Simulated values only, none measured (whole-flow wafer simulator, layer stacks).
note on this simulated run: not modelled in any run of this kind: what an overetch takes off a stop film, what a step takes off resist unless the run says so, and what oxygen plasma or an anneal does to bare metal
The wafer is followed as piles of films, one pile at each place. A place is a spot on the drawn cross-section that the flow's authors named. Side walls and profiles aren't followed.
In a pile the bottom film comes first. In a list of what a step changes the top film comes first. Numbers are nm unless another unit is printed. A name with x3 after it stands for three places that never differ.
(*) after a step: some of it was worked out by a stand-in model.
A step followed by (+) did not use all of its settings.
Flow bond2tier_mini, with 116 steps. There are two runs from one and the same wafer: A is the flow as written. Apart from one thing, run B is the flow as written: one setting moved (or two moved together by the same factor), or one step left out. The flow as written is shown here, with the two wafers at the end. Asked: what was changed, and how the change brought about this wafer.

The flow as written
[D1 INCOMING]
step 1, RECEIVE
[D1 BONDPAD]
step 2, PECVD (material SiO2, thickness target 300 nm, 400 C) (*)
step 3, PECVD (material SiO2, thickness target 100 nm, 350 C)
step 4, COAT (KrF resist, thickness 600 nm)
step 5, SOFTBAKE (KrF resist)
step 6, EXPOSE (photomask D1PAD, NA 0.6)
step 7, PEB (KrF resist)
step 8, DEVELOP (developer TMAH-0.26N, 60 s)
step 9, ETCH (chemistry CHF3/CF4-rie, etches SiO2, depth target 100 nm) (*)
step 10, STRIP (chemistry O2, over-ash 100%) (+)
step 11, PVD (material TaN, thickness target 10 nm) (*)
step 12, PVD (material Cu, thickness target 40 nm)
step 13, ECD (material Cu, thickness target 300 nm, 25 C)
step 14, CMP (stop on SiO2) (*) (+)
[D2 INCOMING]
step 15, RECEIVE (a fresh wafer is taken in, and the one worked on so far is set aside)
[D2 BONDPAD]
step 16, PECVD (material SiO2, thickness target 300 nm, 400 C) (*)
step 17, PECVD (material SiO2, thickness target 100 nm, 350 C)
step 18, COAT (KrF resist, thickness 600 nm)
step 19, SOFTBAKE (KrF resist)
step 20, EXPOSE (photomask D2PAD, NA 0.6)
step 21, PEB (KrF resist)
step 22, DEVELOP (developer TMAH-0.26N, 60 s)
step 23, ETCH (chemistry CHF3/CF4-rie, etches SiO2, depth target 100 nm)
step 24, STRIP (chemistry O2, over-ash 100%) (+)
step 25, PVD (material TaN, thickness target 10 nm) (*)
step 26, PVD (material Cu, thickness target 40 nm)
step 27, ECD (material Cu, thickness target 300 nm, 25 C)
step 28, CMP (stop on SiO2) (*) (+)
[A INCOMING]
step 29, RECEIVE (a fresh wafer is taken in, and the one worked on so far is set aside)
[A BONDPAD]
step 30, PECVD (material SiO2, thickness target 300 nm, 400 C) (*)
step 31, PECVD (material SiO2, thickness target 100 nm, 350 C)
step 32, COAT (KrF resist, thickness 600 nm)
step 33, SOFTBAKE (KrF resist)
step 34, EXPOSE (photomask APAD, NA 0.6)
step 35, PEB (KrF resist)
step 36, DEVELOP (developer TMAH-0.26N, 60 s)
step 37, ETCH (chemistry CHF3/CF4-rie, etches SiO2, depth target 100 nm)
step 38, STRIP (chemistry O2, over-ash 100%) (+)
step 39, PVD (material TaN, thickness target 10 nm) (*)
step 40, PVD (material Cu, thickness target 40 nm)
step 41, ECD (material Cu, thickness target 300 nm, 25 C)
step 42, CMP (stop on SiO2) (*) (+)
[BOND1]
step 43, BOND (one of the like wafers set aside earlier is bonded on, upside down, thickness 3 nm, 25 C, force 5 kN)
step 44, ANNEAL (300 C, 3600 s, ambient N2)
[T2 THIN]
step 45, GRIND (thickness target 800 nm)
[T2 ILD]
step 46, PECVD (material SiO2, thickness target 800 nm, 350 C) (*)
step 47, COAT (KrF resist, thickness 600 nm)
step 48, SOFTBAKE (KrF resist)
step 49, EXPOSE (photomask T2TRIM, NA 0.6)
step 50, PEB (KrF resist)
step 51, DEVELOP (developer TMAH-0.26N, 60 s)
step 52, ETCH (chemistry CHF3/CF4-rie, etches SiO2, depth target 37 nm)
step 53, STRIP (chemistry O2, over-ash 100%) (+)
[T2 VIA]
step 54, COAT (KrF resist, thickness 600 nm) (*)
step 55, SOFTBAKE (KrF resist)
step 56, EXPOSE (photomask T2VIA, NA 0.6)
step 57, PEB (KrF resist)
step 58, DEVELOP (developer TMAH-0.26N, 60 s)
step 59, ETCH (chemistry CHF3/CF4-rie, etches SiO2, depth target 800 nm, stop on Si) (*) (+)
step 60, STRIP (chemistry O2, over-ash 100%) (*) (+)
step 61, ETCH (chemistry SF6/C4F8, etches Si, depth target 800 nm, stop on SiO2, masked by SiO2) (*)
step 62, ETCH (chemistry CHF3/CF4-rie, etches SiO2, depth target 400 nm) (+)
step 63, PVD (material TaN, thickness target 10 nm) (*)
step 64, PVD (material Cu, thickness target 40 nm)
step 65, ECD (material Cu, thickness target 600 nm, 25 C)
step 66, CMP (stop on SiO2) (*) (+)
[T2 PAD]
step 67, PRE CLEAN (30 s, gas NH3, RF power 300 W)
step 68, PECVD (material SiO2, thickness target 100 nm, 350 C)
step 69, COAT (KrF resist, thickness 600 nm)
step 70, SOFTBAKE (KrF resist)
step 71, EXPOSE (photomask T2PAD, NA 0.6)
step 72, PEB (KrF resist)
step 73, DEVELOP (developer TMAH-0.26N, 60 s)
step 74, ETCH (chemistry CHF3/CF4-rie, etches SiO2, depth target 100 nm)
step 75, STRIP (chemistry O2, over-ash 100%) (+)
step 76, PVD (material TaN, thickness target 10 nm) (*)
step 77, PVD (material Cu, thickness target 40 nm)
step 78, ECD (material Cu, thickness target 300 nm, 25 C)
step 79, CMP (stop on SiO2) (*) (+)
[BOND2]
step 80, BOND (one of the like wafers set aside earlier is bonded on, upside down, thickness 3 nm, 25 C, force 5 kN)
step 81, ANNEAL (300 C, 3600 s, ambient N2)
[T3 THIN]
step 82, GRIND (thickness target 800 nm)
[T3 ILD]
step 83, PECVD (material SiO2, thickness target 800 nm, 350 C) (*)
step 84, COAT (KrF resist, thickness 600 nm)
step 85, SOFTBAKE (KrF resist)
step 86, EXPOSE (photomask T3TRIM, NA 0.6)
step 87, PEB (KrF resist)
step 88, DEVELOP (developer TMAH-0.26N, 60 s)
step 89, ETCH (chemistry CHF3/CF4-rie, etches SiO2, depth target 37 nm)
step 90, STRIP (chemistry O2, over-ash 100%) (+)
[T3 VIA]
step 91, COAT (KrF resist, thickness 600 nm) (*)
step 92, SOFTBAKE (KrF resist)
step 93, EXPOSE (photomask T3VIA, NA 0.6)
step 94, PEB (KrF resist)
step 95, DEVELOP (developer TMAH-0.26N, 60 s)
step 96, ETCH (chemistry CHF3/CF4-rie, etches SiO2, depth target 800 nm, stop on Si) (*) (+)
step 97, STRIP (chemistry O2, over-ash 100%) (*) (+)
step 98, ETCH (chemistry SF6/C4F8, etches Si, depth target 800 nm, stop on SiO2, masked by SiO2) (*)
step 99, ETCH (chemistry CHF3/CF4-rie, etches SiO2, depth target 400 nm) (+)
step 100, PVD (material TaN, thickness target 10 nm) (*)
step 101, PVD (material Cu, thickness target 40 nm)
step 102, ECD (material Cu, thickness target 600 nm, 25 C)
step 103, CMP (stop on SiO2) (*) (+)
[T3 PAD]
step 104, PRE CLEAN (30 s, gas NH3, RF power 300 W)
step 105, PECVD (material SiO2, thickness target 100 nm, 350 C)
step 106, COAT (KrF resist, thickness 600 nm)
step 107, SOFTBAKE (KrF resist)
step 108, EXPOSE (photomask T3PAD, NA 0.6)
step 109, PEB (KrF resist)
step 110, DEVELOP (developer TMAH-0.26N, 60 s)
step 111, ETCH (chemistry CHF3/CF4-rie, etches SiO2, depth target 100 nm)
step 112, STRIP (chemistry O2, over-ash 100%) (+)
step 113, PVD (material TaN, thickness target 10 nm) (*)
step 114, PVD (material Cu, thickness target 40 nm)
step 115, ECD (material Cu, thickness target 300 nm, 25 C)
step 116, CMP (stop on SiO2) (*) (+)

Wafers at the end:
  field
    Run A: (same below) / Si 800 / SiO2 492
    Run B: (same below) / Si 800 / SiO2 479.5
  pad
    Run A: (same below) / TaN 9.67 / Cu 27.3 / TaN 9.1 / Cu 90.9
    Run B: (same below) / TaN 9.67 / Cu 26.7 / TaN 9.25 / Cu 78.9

The reason: step 105, PECVD: thickness target 87.5 nm was run, though the flow has thickness target 100 nm.

Step by step, how the change led to this:
  step 105, PECVD (material SiO2, thickness target 100 nm, 350 C)
      field: A SiO2 gains 100 | B SiO2 gains 87.5
      pad: A SiO2 gains 100 (new film) | B SiO2 gains 87.5 (new film)
  step 111, ETCH (chemistry CHF3/CF4-rie, etches SiO2, depth target 100 nm)
      pad: A SiO2 loses 100 (all of it) | B SiO2 loses 87.5 (all of it), Cu loses 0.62
  step 115, ECD (material Cu, thickness target 300 nm, 25 C)
      pad: A Cu gains 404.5 | B Cu gains 392
